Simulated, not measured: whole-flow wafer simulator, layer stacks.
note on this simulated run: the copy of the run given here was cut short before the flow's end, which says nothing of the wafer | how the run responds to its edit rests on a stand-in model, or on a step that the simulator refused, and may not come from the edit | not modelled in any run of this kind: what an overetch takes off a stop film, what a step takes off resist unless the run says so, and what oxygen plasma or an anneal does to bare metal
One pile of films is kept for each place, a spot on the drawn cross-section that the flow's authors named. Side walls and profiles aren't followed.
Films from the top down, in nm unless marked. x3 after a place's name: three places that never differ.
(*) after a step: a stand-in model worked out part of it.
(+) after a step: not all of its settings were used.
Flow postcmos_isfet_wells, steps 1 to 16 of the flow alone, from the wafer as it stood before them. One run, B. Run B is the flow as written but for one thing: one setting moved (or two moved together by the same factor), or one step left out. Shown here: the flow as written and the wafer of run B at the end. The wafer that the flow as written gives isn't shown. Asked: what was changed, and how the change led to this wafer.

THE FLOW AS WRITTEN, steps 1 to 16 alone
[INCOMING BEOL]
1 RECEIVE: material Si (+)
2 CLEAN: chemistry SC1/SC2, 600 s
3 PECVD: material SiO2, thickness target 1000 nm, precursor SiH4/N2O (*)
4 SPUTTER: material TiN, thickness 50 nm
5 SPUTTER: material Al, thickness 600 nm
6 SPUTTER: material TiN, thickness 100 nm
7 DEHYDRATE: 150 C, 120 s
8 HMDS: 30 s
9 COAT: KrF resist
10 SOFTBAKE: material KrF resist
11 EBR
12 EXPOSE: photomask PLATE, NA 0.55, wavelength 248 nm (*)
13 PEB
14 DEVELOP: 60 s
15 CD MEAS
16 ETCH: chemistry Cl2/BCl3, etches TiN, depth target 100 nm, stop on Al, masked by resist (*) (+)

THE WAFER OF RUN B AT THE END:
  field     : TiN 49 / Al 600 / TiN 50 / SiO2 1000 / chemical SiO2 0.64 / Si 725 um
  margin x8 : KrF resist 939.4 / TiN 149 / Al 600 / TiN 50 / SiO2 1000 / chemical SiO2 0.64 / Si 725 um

The cause: step 6, SPUTTER: thickness 149 nm was run, where the flow has thickness 100 nm.
It can be read off the wafer: margin x8 has TiN 149, and step 6 as written asks for 100 nm.

How the change led to this, step by step:
  6 SPUTTER: material TiN, thickness 100 nm
      field, margin x8: TiN +149 (new film) (as written it would be: TiN +100 (new film))
  16 ETCH: chemistry Cl2/BCl3, etches TiN, depth target 100 nm, stop on Al, masked by resist (*) (+)
      field: TiN -100 (as written it would be: TiN -100 (all of it))
